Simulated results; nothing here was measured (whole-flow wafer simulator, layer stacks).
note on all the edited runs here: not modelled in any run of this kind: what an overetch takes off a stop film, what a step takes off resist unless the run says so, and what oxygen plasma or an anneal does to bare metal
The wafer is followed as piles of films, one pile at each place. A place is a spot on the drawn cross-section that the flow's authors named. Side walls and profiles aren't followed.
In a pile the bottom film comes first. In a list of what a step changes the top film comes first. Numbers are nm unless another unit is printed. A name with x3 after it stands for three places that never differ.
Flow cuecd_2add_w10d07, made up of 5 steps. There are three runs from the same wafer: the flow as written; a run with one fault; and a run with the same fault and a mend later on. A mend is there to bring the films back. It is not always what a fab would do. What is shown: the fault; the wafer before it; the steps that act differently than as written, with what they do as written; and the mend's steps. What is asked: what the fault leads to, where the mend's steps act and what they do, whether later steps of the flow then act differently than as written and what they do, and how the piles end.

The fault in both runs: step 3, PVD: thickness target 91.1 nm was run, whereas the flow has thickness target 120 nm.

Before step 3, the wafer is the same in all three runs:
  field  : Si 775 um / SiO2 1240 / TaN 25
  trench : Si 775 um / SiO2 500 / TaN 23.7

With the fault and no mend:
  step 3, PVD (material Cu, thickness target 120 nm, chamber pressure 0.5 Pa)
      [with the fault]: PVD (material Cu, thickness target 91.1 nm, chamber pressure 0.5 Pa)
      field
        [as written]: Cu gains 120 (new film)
        [with the fault]: Cu gains 91.1 (new film)
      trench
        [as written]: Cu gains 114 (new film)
        [with the fault]: Cu gains 86.5 (new film)
  Later steps of the flow that are run all act as written at every place that is followed.
  The piles end different from the flow's at field, trench by more than 2% or 0.5 nm, whichever is larger.
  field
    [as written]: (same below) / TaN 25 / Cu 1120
    [with the fault]: (same below) / TaN 25 / Cu 1091.1
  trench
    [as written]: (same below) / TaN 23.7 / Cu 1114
    [with the fault]: (same below) / TaN 23.7 / Cu 1086.5

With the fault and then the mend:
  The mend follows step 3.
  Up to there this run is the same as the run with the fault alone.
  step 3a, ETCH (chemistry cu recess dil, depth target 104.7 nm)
      field
        Cu loses 91.1 (all of it)
      trench
        Cu loses 86.5 (all of it)
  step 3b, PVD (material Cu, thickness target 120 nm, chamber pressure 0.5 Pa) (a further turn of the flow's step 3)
      field
        Cu gains 120 (new film)
      trench
        Cu gains 114 (new film)
  Later steps of the flow that are run all act as written at every place that is followed.
  By the end, the piles equal the flow's at every place that both follow.
